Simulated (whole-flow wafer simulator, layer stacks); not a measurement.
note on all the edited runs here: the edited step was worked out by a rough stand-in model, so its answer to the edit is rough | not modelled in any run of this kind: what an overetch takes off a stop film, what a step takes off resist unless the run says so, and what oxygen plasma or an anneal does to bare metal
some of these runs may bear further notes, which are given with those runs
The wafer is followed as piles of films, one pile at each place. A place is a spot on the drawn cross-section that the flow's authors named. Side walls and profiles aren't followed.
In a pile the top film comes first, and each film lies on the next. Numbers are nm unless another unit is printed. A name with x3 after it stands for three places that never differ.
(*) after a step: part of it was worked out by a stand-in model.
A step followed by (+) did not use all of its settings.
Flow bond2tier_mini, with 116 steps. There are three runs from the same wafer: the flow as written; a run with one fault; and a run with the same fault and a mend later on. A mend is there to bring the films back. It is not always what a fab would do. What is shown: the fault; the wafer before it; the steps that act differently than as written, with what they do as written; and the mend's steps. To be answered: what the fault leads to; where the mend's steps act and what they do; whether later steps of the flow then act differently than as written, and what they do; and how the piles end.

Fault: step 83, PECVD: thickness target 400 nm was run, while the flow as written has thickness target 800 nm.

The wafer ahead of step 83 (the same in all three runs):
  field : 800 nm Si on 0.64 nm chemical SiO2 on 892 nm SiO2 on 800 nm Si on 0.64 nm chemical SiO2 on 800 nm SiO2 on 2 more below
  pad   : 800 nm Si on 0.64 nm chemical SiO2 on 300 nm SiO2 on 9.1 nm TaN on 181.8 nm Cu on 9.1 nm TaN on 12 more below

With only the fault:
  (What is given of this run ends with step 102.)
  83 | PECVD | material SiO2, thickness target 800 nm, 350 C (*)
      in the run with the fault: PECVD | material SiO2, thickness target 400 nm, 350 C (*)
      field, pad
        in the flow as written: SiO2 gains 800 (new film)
        in the run with the fault: SiO2 gains 400 (new film)
  Later steps of the flow acting differently than as written (not shown: 1 more step that differs only slightly, by at most 2% or 0.5 nm, whichever is larger):
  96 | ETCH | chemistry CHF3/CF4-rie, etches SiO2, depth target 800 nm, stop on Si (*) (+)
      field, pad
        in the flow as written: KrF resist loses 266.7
        in the run with the fault: KrF resist loses 181.5
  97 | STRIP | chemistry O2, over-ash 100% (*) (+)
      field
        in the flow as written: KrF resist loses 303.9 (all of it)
        in the run with the fault: KrF resist loses 389.1 (all of it)
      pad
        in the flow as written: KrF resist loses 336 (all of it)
        in the run with the fault: KrF resist loses 421.1 (all of it)
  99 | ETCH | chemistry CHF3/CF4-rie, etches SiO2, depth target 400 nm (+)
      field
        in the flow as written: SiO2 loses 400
        in the run with the fault: SiO2 loses 392 (all of it), Si loses 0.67
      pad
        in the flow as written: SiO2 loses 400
        in the run with the fault: SiO2 loses 355 (all of it), Si loses 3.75
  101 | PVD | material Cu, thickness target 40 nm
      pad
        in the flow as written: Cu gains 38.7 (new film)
        in the run with the fault: Cu gains 40 (new film)
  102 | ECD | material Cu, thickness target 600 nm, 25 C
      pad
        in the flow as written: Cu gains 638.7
        in the run with the fault: Cu gains 603.1
  After step 102, at field, pad, the piles differ from the flow's by more than 2% or 0.5 nm, whichever is larger.
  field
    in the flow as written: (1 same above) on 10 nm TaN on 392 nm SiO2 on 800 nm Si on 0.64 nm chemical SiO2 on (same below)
    in the run with the fault: (1 same above) on 10 nm TaN on 799.3 nm Si on 0.64 nm chemical SiO2 on (same below)
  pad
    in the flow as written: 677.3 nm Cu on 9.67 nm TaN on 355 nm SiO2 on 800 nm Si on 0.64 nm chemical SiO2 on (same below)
    in the run with the fault: 643.1 nm Cu on 10 nm TaN on 796.2 nm Si on 0.64 nm chemical SiO2 on (same below)

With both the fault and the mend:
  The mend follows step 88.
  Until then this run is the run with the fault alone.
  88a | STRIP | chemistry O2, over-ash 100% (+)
      field
        KrF resist loses 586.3 (all of it)
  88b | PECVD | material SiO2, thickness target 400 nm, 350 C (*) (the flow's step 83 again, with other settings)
      field, pad
        SiO2 gains 400
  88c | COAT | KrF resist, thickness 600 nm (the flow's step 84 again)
      field, pad
        KrF resist gains 600 (new film)
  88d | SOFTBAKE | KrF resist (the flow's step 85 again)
      alters no film at any place that is followed
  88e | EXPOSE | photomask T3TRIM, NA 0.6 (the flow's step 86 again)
      alters no film at any place that is followed
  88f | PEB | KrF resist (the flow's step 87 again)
      alters no film at any place that is followed
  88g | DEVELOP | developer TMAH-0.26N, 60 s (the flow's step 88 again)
      field
        KrF resist loses 13.7
      pad
        KrF resist loses 600 (all of it)
  Later steps of the flow that are run all act as written at every place that is followed.
  At every place that both follow, the piles at the end match the flow's.
